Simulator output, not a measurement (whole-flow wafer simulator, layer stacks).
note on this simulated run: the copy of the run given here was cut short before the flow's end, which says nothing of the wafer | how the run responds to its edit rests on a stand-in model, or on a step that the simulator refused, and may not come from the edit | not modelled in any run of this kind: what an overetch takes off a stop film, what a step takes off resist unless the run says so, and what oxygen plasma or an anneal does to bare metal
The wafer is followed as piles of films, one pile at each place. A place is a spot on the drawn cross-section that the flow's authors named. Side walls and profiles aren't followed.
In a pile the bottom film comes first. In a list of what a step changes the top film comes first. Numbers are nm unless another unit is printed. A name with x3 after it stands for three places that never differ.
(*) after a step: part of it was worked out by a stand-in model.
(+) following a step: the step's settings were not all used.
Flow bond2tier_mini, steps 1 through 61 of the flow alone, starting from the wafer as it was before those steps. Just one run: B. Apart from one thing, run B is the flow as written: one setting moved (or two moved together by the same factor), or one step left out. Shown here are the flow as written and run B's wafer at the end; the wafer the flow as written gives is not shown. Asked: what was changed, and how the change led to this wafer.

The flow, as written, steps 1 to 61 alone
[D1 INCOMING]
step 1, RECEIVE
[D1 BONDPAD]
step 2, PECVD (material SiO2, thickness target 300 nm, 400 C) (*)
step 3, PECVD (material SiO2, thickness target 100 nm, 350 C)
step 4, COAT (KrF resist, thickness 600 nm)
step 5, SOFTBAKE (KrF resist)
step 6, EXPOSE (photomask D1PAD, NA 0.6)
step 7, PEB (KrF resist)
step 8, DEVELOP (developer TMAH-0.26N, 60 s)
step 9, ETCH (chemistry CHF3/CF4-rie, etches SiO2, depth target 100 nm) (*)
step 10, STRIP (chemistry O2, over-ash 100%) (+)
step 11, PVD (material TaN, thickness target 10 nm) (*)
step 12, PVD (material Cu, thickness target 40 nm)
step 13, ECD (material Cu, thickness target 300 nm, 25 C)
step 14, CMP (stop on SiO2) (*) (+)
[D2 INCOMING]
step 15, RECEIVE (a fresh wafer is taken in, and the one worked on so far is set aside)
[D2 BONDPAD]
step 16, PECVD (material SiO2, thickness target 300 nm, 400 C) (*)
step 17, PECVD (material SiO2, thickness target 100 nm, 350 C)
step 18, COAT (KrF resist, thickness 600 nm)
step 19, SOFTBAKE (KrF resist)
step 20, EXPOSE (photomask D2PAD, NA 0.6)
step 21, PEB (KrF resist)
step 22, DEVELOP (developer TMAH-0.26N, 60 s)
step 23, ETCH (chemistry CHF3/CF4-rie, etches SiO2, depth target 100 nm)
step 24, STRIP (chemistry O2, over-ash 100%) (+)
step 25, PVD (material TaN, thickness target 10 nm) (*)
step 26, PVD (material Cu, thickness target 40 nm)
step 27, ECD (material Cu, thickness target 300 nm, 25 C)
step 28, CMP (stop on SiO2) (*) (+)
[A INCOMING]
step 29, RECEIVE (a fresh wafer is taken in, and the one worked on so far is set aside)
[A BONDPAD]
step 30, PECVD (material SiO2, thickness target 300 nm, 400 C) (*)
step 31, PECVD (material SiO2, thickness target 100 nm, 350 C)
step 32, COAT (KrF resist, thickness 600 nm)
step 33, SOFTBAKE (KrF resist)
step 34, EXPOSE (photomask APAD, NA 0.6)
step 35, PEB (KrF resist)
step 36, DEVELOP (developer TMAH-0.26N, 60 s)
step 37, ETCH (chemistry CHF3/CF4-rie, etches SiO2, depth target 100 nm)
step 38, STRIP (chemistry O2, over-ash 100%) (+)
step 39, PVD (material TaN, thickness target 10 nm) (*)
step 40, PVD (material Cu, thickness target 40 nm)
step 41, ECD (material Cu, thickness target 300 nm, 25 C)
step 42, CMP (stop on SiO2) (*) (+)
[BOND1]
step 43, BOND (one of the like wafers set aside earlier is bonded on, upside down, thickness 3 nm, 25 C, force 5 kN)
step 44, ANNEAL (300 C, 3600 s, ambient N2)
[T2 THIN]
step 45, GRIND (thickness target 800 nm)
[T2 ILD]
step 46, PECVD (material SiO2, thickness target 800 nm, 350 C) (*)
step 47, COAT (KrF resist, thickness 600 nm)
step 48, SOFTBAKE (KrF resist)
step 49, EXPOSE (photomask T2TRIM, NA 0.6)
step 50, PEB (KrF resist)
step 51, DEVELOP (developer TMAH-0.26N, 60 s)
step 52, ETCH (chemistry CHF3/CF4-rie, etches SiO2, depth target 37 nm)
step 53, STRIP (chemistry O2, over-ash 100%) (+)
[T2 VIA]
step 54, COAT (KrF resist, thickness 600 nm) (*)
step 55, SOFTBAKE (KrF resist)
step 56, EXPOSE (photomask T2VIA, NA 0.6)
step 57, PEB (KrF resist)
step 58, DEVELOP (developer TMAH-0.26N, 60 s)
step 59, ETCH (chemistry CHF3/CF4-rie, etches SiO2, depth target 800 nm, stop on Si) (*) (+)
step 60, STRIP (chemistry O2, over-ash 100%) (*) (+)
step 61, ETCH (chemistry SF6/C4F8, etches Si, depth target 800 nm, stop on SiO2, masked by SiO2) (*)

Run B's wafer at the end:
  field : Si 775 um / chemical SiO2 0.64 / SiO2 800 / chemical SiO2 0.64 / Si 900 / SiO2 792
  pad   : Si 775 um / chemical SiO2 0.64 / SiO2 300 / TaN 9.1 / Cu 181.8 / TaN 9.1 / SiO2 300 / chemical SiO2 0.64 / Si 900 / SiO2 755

What caused this: step 45, GRIND: thickness target 900 nm was run, though the flow has thickness target 800 nm.
The wafer itself shows it: field has Si 900, and step 45 as written asks for 800 nm.

How this came from the change, step by step:
  step 45, GRIND (thickness target 800 nm)
      field, pad, via: Si loses 774.1 um (it would be, as written: Si loses 774.2 um)
